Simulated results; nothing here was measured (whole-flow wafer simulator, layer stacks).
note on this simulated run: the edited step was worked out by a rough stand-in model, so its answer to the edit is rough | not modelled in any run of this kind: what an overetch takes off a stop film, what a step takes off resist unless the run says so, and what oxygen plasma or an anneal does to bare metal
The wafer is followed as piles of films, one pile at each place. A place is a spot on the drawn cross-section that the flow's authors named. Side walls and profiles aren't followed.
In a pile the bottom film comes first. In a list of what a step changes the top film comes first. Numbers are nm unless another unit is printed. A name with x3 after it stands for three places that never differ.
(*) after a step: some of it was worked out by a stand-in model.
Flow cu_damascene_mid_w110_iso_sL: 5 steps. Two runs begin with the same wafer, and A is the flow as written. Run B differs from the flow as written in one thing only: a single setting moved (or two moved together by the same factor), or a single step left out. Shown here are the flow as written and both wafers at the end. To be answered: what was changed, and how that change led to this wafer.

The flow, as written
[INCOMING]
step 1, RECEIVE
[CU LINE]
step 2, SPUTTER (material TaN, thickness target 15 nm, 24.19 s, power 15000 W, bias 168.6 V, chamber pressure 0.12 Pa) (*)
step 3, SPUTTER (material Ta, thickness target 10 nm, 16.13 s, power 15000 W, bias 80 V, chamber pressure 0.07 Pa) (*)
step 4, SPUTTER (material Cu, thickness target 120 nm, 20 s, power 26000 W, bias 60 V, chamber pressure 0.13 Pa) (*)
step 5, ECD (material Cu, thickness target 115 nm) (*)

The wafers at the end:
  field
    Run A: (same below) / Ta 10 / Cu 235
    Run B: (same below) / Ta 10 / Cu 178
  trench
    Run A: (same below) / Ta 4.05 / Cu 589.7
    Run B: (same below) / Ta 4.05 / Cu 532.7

Cause: step 4, SPUTTER: thickness target 63 nm was run, whereas the flow has thickness target 120 nm; step 4, SPUTTER: 10.5 s was run, where the flow has 20 s.

Step by step, how the change led to this:
  step 4, SPUTTER (material Cu, thickness target 120 nm, 20 s, power 26000 W, bias 60 V, chamber pressure 0.13 Pa) (*)
      field: A Cu gains 120 (new film) | B Cu gains 63 (new film)
      trench: A Cu gains 49.9 (new film) | B Cu gains 26.2 (new film)
  step 5, ECD (material Cu, thickness target 115 nm) (*)
      trench: A Cu gains 539.8 | B Cu gains 506.5
